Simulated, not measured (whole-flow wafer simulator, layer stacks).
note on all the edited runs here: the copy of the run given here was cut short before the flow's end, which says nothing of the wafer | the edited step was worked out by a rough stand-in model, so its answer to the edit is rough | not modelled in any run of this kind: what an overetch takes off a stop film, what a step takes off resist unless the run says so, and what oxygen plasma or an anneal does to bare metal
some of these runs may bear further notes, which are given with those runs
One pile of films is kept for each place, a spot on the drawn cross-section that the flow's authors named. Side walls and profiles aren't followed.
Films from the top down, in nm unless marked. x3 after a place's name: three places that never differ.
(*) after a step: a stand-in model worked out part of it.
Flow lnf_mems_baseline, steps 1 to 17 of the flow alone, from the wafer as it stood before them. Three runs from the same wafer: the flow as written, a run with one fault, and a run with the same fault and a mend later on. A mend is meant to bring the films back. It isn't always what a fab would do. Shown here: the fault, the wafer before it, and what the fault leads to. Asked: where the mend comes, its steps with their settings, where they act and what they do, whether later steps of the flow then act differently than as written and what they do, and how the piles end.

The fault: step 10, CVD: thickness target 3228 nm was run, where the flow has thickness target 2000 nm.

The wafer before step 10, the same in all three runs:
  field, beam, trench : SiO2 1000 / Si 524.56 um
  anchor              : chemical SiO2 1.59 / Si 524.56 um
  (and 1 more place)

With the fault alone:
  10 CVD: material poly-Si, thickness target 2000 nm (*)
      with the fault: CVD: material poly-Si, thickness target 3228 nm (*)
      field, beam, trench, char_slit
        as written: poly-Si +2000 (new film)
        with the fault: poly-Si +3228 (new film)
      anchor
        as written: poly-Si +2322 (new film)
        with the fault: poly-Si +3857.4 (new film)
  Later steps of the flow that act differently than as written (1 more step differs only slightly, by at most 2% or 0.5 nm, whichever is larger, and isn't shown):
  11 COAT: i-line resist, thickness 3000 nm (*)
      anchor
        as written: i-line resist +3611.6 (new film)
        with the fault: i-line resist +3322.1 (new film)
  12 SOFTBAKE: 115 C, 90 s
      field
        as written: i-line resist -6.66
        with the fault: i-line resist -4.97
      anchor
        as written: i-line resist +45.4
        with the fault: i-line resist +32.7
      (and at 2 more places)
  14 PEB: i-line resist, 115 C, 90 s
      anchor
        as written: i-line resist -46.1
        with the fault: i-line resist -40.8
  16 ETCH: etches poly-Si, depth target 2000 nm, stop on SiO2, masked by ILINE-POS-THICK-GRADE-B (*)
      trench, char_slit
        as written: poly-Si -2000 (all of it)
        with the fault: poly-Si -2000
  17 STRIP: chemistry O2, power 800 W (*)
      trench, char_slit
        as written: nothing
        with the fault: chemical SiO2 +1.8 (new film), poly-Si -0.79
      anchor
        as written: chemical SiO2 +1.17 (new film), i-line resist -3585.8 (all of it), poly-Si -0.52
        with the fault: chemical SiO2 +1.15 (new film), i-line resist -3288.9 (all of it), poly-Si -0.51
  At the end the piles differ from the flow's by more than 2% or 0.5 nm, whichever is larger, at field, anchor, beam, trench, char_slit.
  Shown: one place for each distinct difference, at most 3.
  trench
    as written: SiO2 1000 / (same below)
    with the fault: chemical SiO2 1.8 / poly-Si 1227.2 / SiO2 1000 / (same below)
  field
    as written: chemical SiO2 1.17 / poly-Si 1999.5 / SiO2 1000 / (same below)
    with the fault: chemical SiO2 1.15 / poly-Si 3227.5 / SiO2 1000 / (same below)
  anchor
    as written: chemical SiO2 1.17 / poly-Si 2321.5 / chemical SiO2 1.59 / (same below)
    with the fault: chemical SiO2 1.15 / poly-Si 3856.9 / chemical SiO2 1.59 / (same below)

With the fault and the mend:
  The mend comes after step 10.
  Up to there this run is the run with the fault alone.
  10a ETCH: chemistry tmah, depth target 4342 nm
      field, beam, trench, char_slit
        poly-Si -3228 (all of it)
      anchor
        poly-Si -3857.4 (all of it)
  10b CLEAN: chemistry SC1/SC2 (the flow's step 1 once more)
      changes no film at any place that is followed
  10c CVD: material poly-Si, thickness target 2000 nm (*) (the flow's step 10 once more)
      field, beam, trench, char_slit
        poly-Si +2000 (new film)
      anchor
        poly-Si +2322 (new film)
  No later step of the flow acts differently than as written at any place that is followed.
  At the end the piles are the same as the flow's at every place that both follow.
